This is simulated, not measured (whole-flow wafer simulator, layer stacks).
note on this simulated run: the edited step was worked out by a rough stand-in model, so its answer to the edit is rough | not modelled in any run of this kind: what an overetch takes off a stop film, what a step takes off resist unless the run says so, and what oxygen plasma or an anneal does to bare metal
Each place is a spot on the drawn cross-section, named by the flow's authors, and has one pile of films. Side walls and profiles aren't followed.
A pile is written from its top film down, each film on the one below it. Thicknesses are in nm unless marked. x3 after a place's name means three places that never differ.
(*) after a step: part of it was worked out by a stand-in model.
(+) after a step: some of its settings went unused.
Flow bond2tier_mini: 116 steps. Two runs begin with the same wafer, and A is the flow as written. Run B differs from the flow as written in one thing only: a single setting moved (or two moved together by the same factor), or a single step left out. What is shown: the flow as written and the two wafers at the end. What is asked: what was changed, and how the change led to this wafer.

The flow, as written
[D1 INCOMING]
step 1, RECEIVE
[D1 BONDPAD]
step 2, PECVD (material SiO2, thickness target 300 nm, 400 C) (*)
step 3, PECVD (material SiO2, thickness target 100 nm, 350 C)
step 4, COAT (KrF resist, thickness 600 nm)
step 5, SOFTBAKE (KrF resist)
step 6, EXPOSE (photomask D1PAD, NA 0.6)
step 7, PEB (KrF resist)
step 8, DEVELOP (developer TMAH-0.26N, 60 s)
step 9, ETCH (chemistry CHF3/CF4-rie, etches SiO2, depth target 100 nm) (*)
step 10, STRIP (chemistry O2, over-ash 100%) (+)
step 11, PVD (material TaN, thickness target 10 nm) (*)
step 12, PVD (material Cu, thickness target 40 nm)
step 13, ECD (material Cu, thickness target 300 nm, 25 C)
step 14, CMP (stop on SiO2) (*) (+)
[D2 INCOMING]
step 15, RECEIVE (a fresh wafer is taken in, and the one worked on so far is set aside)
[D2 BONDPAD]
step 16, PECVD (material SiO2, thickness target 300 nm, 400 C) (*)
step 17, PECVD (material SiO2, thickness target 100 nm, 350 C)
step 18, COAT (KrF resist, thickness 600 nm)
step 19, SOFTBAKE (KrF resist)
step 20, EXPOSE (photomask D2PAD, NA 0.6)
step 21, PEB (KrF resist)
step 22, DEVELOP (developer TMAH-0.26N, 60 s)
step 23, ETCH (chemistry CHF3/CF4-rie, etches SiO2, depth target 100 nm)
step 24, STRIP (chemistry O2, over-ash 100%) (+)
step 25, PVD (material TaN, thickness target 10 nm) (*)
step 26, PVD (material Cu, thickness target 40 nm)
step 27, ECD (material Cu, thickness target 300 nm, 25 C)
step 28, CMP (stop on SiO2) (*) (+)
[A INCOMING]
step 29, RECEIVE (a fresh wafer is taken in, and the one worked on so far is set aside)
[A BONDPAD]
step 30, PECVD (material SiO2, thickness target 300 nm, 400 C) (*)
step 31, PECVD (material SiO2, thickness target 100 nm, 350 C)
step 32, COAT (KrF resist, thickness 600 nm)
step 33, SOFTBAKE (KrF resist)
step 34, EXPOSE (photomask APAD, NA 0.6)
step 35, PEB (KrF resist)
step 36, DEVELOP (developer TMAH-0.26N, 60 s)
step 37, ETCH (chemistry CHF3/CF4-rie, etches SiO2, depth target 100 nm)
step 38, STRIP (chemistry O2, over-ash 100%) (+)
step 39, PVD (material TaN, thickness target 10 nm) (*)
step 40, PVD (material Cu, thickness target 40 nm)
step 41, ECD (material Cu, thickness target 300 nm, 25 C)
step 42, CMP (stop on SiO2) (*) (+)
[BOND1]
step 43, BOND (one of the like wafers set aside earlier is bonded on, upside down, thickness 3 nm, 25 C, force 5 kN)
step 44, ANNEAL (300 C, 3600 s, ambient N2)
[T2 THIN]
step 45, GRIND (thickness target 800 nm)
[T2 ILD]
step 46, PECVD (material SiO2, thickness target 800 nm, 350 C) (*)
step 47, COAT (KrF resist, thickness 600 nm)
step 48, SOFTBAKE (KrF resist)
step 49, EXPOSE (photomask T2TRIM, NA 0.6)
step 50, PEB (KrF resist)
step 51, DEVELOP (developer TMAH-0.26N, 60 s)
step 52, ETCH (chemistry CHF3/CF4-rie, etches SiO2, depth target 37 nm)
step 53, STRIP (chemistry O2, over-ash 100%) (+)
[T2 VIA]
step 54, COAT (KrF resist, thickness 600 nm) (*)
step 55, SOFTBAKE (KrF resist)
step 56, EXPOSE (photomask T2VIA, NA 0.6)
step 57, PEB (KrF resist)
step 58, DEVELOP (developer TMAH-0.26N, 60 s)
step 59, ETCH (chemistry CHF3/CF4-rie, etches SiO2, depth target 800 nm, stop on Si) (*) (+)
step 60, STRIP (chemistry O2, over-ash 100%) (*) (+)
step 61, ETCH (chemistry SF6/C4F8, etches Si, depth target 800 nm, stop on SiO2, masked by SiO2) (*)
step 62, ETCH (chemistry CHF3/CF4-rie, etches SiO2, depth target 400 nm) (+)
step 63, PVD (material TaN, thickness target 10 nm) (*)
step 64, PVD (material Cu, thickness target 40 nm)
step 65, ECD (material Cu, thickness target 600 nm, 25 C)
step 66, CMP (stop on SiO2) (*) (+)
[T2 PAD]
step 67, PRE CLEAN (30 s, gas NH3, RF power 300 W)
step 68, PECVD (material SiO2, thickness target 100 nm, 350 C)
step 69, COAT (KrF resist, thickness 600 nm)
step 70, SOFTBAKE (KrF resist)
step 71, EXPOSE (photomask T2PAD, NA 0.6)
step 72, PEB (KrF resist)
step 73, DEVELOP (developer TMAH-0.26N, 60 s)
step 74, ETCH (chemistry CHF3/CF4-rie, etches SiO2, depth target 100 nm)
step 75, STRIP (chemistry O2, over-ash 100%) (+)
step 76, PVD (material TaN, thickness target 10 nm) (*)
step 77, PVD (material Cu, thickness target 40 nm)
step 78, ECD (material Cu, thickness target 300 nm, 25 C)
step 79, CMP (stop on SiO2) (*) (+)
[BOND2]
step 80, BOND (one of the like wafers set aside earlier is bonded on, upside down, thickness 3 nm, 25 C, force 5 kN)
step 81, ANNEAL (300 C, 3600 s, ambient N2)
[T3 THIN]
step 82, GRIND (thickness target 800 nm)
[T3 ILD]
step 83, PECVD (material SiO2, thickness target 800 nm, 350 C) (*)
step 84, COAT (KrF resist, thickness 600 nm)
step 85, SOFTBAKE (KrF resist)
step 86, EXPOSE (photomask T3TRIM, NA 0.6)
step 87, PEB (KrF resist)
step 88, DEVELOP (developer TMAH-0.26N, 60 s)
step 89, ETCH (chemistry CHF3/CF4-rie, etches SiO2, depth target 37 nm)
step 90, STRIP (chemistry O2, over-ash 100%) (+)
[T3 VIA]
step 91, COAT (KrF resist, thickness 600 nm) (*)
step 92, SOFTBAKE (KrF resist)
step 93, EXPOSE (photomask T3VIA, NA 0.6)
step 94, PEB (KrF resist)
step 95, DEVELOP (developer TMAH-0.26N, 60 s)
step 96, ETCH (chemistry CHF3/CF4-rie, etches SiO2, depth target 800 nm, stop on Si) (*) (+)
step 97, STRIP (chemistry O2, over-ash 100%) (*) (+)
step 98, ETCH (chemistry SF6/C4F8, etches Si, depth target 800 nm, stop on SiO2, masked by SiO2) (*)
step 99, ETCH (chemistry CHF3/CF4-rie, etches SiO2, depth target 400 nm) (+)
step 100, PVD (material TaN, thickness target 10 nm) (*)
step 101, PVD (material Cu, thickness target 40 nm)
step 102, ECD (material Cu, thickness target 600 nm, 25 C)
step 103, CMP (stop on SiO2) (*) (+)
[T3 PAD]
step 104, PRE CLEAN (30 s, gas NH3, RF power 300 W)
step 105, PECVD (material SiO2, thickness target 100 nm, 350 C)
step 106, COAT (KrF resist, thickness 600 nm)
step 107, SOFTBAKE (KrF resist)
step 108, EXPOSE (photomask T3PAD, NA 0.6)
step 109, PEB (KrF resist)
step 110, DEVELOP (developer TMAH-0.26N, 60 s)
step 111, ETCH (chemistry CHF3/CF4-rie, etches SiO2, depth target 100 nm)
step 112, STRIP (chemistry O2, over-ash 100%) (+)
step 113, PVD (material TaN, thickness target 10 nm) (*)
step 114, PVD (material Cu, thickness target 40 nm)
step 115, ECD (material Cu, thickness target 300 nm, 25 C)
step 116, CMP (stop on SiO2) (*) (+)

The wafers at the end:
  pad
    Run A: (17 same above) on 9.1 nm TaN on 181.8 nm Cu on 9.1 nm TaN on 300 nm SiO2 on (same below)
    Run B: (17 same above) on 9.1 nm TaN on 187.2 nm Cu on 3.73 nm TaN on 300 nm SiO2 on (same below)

Cause: step 39, PVD: thickness target 4.1 nm was run, while the flow as written has thickness target 10 nm.

How this came from the change, step by step:
  step 39, PVD (material TaN, thickness target 10 nm) (*)
      field: A TaN gains 10 (new film) | B TaN gains 4.1 (new film)
      pad: A TaN gains 9.1 (new film) | B TaN gains 3.73 (new film)
      (as well as at 1 more place)
  step 42, CMP (stop on SiO2) (*) (+)
      field: A Cu loses 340 (all of it), TaN loses 10 (all of it) | B Cu loses 340 (all of it), TaN loses 4.1 (all of it)
